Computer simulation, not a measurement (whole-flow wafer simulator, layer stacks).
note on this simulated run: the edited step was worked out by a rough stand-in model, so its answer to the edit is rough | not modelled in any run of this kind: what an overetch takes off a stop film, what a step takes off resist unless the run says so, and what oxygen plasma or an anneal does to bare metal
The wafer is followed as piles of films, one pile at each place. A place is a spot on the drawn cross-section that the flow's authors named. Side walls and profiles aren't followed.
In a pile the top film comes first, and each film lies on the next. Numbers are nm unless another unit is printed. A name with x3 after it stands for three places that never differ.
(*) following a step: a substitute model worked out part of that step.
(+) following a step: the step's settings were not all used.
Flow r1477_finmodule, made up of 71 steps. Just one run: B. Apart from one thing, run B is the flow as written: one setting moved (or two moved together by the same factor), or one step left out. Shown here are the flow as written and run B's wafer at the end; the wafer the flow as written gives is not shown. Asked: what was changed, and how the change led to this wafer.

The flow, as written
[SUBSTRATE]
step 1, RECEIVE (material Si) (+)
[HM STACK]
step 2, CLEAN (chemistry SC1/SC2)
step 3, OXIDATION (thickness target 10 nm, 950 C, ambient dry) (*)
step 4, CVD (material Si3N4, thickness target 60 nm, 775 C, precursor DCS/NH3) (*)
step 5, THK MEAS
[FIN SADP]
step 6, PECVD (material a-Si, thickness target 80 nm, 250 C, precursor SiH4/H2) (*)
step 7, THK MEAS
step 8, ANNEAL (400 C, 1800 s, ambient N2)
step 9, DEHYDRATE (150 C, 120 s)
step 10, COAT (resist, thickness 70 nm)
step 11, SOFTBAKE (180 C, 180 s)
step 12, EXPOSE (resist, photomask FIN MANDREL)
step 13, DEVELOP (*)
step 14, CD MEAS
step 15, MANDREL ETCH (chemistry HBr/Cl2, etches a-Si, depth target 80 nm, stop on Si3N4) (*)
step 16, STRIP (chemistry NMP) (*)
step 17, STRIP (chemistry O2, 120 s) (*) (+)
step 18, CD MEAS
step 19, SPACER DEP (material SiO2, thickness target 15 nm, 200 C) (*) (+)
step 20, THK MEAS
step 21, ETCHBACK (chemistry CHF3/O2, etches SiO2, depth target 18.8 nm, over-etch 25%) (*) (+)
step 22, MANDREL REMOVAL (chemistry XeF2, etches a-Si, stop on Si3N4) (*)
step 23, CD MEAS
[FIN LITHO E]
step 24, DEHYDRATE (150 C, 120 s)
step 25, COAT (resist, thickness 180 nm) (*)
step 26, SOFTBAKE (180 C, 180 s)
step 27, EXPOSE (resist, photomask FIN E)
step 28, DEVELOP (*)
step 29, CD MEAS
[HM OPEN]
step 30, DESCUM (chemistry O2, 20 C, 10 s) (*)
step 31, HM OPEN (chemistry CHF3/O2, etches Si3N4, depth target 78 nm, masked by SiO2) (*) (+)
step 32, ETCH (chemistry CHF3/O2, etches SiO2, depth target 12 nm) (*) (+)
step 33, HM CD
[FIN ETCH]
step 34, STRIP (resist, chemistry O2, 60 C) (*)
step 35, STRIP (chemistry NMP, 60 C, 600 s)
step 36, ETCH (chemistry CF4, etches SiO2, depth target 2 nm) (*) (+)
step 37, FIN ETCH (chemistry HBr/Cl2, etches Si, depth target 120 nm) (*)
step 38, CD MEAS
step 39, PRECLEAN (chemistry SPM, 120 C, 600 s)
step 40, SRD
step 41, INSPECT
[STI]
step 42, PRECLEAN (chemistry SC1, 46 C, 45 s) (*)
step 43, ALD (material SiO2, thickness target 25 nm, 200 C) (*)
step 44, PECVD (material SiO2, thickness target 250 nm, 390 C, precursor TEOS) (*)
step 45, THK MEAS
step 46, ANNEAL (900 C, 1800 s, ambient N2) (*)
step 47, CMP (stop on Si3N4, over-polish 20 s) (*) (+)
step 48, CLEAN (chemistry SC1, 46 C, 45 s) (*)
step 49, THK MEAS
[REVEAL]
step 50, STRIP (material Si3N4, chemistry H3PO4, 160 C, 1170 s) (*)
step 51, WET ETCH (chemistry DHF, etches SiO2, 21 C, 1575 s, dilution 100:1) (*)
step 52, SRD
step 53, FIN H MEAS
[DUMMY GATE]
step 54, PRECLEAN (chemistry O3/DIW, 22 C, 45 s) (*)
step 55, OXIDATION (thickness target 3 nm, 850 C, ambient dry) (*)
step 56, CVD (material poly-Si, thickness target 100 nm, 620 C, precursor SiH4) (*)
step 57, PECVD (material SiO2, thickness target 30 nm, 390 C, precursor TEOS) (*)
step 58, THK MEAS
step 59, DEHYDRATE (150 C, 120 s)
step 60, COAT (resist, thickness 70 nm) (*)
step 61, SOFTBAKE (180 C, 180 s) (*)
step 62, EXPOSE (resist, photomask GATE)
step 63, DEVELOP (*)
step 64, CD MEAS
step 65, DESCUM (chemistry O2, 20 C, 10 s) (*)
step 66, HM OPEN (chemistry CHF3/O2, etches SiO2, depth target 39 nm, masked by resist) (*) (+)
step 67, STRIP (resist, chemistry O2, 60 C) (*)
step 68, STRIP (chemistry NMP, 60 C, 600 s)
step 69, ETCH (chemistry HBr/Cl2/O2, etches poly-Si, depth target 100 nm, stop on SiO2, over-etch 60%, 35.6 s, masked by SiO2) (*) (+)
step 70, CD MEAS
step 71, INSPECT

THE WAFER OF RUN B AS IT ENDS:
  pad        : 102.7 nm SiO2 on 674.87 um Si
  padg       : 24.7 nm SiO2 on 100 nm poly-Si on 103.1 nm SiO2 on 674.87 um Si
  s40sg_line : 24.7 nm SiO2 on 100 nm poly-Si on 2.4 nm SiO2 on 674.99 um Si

What caused this: step 55, OXIDATION: thickness target 2.4 nm was run, while the flow as written has thickness target 3 nm.
One can read it off the wafer: s40sg_line has SiO2 2.4, and step 55 as written asks for 3 nm.

Step by step, how the change led to this:
  step 55, OXIDATION (thickness target 3 nm, 850 C, ambient dry) (*)
      s40sg_line, s45sg_line, s50sg_line, s40so_line, s45so_line, s50so_line: SiO2 gains 2.4 (new film), chemical SiO2 loses 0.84 (all of it), Si loses 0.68 (as written it would have been: SiO2 gains 3 (new film), chemical SiO2 loses 0.84 (all of it), Si loses 0.95)
